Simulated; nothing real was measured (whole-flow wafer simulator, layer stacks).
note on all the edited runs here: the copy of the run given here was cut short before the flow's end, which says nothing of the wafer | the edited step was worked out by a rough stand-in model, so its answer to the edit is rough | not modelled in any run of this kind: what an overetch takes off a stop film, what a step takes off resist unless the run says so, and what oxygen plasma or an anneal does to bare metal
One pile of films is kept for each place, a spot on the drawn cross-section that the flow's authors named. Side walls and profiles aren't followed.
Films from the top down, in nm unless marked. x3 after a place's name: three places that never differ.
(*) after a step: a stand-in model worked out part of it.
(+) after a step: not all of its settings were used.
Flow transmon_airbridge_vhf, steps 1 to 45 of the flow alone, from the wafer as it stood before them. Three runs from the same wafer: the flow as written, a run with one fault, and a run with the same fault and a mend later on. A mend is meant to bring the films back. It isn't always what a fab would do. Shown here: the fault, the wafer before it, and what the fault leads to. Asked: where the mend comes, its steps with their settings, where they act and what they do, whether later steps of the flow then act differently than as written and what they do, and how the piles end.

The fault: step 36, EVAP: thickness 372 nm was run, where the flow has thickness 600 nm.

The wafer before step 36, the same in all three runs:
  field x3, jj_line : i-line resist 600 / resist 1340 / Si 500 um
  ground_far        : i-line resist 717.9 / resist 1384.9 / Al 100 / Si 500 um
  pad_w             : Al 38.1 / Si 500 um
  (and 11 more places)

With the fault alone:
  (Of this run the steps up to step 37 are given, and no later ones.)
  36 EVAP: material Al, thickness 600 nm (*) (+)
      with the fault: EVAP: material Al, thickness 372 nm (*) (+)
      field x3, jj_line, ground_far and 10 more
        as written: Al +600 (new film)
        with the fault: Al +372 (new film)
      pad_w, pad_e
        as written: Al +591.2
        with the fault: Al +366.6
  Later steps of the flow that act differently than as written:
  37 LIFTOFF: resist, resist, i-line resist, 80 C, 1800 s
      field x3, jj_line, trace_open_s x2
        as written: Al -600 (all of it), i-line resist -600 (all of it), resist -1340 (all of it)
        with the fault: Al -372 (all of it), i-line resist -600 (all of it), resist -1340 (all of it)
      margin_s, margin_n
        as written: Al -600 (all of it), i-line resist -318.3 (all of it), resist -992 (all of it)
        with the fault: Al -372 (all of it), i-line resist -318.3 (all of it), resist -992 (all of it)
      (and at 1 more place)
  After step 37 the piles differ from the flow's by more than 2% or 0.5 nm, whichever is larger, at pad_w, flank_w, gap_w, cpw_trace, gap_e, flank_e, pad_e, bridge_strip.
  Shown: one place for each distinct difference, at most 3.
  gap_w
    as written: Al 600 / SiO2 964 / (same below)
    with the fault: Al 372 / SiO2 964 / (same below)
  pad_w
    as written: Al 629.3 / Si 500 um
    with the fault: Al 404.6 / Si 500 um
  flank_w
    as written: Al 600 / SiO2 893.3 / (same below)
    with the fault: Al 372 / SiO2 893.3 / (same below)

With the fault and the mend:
  The mend comes after step 36.
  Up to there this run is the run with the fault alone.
  36a EVAP: material Al, thickness 228 nm (*) (+) (the flow's step 36 once more, with other settings)
      field x3, jj_line, ground_far and 10 more
        Al +228
      pad_w, pad_e
        Al +224.6
  No later step of the flow acts differently than as written, at any place that is followed, by more than 2% or 0.5 nm, whichever is larger.
  At the end the piles differ from the flow's only slightly at the places that both follow, by at most 2% or 0.5 nm, whichever is larger.
